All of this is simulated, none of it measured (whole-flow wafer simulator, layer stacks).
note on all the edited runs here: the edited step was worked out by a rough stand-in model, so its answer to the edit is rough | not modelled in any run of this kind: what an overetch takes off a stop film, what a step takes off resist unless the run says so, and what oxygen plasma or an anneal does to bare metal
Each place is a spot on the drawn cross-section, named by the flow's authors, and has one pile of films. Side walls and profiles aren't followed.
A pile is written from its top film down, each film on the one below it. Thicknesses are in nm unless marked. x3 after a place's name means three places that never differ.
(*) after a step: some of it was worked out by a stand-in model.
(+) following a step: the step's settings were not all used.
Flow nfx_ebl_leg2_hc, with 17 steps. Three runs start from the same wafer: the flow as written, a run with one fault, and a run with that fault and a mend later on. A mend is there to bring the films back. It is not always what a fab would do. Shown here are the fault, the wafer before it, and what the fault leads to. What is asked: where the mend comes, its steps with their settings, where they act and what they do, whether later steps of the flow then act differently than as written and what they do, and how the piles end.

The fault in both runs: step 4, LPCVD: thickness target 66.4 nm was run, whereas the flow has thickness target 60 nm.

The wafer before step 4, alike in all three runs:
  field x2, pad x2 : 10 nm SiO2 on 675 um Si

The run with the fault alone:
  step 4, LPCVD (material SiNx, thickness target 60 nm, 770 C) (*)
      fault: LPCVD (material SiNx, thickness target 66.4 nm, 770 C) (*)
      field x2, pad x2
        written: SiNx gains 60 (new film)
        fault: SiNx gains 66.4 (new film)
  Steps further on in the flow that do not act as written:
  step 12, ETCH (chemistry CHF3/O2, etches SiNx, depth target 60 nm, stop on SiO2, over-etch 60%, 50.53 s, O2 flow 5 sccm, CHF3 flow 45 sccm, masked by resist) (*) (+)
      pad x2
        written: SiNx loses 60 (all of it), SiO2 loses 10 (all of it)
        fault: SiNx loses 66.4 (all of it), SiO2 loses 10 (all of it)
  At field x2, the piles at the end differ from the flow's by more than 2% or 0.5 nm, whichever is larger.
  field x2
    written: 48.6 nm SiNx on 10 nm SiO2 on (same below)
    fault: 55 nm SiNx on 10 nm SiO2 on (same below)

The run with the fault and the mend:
  The mend follows step 5.
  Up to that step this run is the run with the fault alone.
  step 5a, ETCH (chemistry h3po4, depth target 76.36 nm)
      field x2, pad x2
        SiNx loses 66.4 (all of it)
  step 5b, CLEAN (chemistry SC1/SC2) (the flow's step 2, run once more)
      leaves every film unchanged at each place that is followed
  step 5c, LPCVD (material SiNx, thickness target 60 nm, 770 C) (*) (the flow's step 4, run once more)
      field x2, pad x2
        SiNx gains 60 (new film)
  None of the later steps of the flow acts differently than as written at any place that is followed.
  The piles end the same as the flow's at every place that both follow.
